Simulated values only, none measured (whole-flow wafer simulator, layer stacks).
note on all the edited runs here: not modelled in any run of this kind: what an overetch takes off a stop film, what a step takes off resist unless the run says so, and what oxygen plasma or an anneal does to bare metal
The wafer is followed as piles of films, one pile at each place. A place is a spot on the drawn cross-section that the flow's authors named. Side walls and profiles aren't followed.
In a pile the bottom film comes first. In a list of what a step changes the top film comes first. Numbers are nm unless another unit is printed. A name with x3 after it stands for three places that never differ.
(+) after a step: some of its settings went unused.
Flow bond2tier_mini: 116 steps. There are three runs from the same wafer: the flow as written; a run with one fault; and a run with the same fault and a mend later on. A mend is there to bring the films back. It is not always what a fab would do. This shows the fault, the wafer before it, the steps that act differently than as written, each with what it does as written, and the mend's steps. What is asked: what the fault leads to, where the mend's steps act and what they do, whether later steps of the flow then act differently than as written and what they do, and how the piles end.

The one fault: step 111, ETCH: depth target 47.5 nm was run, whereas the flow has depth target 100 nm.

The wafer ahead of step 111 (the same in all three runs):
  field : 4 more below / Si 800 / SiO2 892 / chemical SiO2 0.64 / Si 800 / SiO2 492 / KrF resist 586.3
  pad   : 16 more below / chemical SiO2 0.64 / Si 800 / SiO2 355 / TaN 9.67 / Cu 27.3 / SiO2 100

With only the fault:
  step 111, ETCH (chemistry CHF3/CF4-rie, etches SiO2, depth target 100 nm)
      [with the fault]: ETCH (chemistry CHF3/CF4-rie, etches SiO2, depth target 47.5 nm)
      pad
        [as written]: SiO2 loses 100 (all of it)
        [with the fault]: SiO2 loses 47.5
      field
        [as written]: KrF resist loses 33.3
        [with the fault]: KrF resist loses 15.8
  Steps later in the flow that act otherwise than as written (1 other step is not shown; it differs only slightly, by no more than 2% or 0.5 nm, whichever is larger):
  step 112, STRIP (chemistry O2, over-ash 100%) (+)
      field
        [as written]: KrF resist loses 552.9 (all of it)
        [with the fault]: KrF resist loses 570.4 (all of it)
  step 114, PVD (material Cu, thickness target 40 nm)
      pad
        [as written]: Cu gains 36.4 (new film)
        [with the fault]: Cu gains 38.3 (new film)
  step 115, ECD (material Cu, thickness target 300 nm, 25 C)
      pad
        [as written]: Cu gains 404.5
        [with the fault]: Cu gains 349.7
  The piles end different from the flow's at pad by more than 2% or 0.5 nm, whichever is larger.
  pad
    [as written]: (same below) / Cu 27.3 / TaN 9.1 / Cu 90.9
    [with the fault]: (same below) / Cu 27.3 / SiO2 52.5 / TaN 9.57 / Cu 37.9

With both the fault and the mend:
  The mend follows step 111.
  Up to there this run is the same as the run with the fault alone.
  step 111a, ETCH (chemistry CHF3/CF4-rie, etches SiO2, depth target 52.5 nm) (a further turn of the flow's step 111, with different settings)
      field
        KrF resist loses 17.5
      pad
        SiO2 loses 52.5 (all of it)
  Every later step of the flow that is run acts as written at every place that is followed.
  The piles end the same as the flow's at every place that both follow.
